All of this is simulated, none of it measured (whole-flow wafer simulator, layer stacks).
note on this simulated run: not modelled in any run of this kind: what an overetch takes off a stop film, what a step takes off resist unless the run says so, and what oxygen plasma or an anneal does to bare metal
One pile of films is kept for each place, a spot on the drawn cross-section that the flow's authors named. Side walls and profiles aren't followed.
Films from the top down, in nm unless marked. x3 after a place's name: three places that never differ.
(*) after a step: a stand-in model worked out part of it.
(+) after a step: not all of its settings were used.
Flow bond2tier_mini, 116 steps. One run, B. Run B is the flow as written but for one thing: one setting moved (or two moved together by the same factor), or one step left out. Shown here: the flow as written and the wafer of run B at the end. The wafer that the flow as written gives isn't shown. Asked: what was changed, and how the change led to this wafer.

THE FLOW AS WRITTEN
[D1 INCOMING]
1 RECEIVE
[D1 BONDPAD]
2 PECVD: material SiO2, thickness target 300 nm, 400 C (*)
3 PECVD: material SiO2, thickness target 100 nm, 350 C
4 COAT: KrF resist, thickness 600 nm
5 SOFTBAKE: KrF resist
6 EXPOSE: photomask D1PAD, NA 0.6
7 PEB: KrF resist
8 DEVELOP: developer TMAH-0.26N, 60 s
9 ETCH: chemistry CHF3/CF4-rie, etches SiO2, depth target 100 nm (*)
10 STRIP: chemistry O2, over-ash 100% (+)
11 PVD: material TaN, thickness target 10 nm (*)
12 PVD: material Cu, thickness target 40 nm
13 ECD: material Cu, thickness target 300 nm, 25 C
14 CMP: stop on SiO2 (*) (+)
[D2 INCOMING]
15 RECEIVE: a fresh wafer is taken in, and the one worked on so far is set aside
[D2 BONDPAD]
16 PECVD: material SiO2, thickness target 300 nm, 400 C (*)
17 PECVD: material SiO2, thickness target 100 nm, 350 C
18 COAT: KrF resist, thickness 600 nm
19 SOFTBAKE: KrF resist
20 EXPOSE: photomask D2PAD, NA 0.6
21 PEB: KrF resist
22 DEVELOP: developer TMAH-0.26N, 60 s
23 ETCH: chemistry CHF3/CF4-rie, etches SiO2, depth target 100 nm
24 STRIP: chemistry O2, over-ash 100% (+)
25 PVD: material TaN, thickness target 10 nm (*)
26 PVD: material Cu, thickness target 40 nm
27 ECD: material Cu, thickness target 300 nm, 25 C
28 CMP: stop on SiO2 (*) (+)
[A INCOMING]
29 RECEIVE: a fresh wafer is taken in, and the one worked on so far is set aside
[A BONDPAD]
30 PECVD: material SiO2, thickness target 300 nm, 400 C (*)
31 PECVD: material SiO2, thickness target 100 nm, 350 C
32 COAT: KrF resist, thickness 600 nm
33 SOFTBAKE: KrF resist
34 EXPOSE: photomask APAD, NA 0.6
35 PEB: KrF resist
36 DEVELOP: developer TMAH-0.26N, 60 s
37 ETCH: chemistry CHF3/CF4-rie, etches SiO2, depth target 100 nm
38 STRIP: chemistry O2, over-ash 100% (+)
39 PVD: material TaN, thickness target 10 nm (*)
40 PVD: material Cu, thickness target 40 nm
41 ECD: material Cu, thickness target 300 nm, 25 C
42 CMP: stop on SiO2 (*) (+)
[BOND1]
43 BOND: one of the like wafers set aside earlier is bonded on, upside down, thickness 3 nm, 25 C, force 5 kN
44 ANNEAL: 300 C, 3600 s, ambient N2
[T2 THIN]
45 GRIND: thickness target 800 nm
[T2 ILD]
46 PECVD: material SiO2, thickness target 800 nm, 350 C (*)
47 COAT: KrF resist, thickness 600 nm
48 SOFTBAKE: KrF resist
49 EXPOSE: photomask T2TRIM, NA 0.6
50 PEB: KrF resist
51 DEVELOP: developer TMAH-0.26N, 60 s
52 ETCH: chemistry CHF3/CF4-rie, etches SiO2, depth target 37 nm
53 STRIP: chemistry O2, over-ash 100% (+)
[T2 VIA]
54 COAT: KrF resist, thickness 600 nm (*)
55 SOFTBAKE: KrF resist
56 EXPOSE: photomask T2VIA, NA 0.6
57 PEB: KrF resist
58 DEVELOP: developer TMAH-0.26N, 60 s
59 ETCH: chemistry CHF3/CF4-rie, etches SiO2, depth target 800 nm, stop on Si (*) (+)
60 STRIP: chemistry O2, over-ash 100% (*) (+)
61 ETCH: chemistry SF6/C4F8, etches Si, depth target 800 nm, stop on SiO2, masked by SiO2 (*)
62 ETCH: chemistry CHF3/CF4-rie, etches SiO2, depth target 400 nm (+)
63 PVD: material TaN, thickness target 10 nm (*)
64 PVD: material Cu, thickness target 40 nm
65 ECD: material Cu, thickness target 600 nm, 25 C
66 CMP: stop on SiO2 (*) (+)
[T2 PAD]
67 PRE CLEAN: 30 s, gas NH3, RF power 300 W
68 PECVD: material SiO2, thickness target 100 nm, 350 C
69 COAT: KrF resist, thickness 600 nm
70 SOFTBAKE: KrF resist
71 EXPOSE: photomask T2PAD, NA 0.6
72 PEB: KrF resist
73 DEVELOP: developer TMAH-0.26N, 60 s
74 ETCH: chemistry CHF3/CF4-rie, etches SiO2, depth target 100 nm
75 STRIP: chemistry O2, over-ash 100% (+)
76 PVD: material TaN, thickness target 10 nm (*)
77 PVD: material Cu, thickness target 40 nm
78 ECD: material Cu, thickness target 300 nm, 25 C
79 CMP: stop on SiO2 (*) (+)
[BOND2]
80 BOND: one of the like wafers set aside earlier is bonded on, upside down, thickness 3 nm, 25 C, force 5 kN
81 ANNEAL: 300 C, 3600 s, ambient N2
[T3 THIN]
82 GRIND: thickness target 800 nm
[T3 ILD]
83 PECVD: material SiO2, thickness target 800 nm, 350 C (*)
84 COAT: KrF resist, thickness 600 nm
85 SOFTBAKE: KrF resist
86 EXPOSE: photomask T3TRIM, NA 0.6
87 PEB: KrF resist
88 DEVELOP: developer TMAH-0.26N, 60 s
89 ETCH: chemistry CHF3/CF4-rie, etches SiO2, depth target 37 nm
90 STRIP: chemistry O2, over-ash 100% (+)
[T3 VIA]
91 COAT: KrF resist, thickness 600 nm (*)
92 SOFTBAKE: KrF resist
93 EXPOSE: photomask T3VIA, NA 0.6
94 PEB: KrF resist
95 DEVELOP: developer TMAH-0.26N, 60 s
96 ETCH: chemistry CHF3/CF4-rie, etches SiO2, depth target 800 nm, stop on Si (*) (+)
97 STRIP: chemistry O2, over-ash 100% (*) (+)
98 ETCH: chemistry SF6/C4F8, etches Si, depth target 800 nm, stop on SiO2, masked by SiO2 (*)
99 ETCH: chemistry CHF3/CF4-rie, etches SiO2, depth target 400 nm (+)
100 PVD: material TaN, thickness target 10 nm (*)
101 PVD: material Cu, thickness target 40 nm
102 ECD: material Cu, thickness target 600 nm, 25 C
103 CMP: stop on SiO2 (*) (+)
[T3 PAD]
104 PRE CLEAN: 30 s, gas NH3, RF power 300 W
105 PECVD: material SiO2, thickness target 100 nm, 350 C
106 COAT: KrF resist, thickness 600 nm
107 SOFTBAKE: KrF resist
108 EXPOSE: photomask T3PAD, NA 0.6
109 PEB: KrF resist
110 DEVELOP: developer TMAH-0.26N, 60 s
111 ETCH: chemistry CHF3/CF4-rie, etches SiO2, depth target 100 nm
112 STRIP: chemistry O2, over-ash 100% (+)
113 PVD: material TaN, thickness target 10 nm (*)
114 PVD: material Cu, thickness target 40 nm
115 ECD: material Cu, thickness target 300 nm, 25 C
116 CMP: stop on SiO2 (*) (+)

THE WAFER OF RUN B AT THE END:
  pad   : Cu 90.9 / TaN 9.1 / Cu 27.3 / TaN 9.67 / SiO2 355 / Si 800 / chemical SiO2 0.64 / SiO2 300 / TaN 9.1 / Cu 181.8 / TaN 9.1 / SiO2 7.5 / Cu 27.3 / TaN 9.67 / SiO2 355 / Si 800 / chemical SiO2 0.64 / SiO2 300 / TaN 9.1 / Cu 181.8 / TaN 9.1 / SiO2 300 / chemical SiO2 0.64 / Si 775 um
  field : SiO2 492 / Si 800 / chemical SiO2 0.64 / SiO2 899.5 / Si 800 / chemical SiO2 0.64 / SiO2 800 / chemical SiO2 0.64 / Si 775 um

The cause: step 68, PECVD: thickness target 107.5 nm was run, where the flow has thickness target 100 nm.

How the change led to this, step by step:
  68 PECVD: material SiO2, thickness target 100 nm, 350 C
      field: SiO2 +107.5 (as written it would be: SiO2 +100)
      pad: SiO2 +107.5 (new film) (as written it would be: SiO2 +100 (new film))
  74 ETCH: chemistry CHF3/CF4-rie, etches SiO2, depth target 100 nm
      pad: SiO2 -100 (as written it would be: SiO2 -100 (all of it))
Counting metal films that touch as one body, pad has 4 bodies (between them, from the top down: SiO2 355 / Si 800 / chemical SiO2 0.64 / SiO2 300; SiO2 7.5; SiO2 355 / Si 800 / chemical SiO2 0.64 / SiO2 300); the flow as written gives 3 bodies (between them, from the top down: SiO2 355 / Si 800 / chemical SiO2 0.64 / SiO2 300; SiO2 355 / Si 800 / chemical SiO2 0.64 / SiO2 300).
